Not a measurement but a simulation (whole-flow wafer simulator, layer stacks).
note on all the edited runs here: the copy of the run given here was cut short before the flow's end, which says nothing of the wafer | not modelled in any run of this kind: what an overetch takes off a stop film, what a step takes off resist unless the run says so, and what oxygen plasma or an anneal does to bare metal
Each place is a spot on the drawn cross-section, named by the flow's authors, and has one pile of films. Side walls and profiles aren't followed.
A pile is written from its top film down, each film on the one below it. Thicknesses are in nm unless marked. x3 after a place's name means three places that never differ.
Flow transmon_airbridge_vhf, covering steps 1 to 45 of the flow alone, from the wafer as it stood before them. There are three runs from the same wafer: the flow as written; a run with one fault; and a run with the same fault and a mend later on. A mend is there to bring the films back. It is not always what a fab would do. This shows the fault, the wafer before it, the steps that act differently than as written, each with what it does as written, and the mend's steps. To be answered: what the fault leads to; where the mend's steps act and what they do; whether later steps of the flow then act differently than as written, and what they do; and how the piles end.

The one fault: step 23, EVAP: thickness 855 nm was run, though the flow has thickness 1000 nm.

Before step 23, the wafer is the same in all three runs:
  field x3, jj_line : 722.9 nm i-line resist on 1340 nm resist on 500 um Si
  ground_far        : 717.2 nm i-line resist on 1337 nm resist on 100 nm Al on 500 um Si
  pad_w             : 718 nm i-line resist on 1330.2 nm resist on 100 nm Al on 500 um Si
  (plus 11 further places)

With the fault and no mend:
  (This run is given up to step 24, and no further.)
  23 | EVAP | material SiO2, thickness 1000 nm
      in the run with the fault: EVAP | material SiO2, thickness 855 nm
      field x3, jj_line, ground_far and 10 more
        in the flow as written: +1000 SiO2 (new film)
        in the run with the fault: +855 SiO2 (new film)
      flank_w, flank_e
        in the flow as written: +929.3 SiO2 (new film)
        in the run with the fault: +794.6 SiO2 (new film)
  Later steps of the flow acting differently than as written:
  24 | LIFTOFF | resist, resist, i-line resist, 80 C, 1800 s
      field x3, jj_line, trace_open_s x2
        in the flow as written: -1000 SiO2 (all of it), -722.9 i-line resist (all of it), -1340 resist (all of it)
        in the run with the fault: -855 SiO2 (all of it), -722.9 i-line resist (all of it), -1340 resist (all of it)
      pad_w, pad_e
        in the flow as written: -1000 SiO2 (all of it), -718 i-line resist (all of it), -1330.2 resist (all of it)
        in the run with the fault: -855 SiO2 (all of it), -718 i-line resist (all of it), -1330.2 resist (all of it)
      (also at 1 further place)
  After step 24, at flank_w, gap_w, cpw_trace, gap_e, flank_e, margin_s, bridge_strip, margin_n, the piles differ from the flow's by more than 2% or 0.5 nm, whichever is larger.
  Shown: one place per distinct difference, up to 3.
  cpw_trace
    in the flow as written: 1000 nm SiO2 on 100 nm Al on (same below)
    in the run with the fault: 855 nm SiO2 on 100 nm Al on (same below)
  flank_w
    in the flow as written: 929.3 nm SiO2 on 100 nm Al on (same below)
    in the run with the fault: 794.6 nm SiO2 on 100 nm Al on (same below)
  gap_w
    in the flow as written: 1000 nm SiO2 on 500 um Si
    in the run with the fault: 855 nm SiO2 on 500 um Si

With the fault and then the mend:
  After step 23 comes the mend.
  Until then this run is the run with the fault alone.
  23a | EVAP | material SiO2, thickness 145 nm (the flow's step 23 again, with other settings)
      field x3, jj_line, ground_far and 10 more
        +145 SiO2
      flank_w, flank_e
        +134.8 SiO2
  Every later step of the flow that is run acts as written, at every place that is followed, to within 2% or 0.5 nm, whichever is larger.
  When the end is reached, the piles differ only a little from the flow's at the places that both follow, at most by 2% or 0.5 nm, whichever is larger.
